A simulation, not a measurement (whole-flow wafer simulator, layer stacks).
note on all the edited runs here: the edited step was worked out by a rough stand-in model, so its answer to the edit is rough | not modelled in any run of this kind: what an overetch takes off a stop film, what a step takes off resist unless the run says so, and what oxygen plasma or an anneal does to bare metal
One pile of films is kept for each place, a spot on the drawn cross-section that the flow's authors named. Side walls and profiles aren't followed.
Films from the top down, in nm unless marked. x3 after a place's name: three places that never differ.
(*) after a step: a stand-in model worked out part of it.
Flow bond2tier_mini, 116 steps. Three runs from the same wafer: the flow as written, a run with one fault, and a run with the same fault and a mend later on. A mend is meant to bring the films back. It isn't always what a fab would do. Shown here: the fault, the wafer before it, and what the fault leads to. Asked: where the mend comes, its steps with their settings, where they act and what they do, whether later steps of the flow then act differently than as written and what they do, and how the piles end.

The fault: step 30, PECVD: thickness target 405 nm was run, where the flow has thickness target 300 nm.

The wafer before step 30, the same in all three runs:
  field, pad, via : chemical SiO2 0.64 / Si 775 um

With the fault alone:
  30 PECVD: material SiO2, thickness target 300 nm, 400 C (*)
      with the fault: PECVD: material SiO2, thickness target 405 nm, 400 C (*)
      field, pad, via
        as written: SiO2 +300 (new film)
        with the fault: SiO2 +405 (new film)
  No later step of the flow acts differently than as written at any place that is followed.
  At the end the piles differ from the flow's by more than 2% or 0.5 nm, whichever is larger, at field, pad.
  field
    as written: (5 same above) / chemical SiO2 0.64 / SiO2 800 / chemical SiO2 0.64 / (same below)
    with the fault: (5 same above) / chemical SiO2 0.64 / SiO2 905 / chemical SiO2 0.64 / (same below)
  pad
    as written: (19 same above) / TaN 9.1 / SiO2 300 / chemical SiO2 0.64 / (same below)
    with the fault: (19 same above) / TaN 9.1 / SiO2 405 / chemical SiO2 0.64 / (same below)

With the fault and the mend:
  The mend comes after step 30.
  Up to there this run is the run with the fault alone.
  30a ETCH: chemistry CHF3/CF4-rie, etches SiO2, depth target 105 nm (the flow's step 9 once more, with other settings)
      field, pad, via
        SiO2 -105
  No later step of the flow acts differently than as written at any place that is followed.
  At the end the piles are the same as the flow's at every place that both follow.
